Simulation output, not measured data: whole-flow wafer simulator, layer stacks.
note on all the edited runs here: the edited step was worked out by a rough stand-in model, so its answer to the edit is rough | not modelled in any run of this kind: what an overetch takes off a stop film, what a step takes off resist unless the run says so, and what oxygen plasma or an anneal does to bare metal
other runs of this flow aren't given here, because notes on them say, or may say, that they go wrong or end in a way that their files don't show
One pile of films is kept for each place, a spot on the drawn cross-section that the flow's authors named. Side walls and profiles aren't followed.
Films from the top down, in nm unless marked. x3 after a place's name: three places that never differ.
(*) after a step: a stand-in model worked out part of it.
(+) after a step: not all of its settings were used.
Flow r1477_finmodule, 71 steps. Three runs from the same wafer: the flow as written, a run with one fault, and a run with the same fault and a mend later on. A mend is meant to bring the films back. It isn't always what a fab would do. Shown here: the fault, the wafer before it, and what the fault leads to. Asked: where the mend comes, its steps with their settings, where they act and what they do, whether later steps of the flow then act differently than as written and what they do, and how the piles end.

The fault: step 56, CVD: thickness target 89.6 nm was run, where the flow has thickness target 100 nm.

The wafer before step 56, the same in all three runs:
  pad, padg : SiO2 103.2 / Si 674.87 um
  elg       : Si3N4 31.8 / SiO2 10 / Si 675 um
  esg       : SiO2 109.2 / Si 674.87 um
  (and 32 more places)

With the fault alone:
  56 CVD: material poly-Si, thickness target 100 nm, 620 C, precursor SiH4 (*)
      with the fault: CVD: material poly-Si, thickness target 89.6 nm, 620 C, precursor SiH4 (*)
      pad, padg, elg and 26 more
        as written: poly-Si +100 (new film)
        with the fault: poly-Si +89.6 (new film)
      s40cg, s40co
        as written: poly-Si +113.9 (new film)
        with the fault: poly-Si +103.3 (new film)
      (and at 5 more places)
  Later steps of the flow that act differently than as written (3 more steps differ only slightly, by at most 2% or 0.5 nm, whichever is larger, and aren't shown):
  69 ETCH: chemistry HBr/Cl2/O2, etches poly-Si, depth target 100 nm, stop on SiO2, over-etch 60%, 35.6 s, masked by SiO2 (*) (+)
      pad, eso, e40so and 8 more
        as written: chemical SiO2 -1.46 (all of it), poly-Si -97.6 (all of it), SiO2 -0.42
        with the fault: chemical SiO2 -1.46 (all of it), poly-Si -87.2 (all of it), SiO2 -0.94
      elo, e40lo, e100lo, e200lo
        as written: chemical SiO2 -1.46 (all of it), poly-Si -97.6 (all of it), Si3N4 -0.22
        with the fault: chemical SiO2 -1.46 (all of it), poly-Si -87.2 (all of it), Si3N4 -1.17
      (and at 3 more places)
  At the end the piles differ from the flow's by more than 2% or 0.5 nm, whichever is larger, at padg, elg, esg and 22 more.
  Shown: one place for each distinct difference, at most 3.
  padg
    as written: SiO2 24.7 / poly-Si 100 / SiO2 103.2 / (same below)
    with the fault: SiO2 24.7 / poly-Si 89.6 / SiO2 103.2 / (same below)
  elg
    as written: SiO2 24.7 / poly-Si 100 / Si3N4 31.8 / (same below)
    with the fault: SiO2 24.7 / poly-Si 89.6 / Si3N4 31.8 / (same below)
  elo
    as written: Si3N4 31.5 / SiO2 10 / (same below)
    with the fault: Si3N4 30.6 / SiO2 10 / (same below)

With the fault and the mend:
  The mend comes after step 56.
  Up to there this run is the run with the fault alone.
  56a ETCH: chemistry tmah, depth target 161.5 nm
      pad, padg, elg and 26 more
        poly-Si -89.6 (all of it)
      s40cg, s40co
        poly-Si -103.3 (all of it)
      s45cg, s45co
        poly-Si -102.7 (all of it)
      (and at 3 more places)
  56b CLEAN: chemistry SC1, 46 C, 45 s (*) (the flow's step 48 once more)
      s40sg_line, s45sg_line, s50sg_line, s40so_line, s45so_line, s50so_line
        SiO2 -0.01
  56c CVD: material poly-Si, thickness target 100 nm, 620 C, precursor SiH4 (*) (the flow's step 56 once more)
      pad, padg, elg and 26 more
        poly-Si +100 (new film)
      s40cg, s40co
        poly-Si +113.9 (new film)
      s45cg, s45co
        poly-Si +113.4 (new film)
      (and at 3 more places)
  No later step of the flow acts differently than as written, at any place that is followed, by more than 2% or 0.5 nm, whichever is larger.
  At the end the piles differ from the flow's only slightly at the places that both follow, by at most 2% or 0.5 nm, whichever is larger.
